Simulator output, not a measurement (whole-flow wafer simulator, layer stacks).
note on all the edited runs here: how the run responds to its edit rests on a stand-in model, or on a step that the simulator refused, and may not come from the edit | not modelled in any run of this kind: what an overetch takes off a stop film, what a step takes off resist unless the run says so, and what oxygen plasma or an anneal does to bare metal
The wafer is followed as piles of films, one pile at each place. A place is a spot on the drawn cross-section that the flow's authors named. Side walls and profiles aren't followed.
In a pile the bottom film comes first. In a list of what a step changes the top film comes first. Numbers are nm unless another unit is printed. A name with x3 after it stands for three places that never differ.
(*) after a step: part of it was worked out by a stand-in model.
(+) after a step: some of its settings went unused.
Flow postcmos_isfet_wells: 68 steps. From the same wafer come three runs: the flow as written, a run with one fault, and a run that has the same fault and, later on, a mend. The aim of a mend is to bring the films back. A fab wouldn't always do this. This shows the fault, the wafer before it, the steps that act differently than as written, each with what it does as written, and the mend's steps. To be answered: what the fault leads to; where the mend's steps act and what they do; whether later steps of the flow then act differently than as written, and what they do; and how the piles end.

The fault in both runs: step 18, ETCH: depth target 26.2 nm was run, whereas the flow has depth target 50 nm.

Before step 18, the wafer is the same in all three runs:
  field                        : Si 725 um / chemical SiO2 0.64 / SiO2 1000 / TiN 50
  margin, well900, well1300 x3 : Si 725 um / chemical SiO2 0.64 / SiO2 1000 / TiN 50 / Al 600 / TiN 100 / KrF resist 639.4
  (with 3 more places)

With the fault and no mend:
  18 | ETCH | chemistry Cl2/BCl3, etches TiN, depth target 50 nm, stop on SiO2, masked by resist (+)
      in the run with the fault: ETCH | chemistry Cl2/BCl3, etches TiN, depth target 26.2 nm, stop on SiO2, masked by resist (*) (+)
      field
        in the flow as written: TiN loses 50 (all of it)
        in the run with the fault: TiN loses 26.2
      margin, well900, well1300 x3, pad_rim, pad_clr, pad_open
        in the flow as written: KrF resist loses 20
        in the run with the fault: KrF resist loses 10.5
  Steps further on in the flow that do not act as written (2 more steps, not shown, differ only slightly: by at most 2% or 0.5 nm, whichever is larger):
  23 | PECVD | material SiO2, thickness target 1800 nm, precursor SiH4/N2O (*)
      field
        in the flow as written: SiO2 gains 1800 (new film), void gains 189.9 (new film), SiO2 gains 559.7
        in the run with the fault: SiO2 gains 1800 (new film), void gains 172.3 (new film), SiO2 gains 553.9 (new film)
  The piles end different from the flow's at field by more than 2% or 0.5 nm, whichever is larger.
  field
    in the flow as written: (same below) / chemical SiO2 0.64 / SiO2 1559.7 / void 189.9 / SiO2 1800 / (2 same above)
    in the run with the fault: (same below) / chemical SiO2 0.64 / SiO2 1000 / TiN 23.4 / SiO2 553.9 / void 172.3 / SiO2 1800 / (2 same above)

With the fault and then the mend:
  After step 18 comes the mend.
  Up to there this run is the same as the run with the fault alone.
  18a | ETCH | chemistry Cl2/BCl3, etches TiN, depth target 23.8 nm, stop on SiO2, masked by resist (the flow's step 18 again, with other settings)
      margin, well900, well1300 x3, pad_rim, pad_clr, pad_open
        KrF resist loses 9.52
      field
        TiN loses 23.8 (all of it)
  None of the later steps of the flow acts differently than as written at any place that is followed.
  By the end, the piles equal the flow's at every place that both follow.
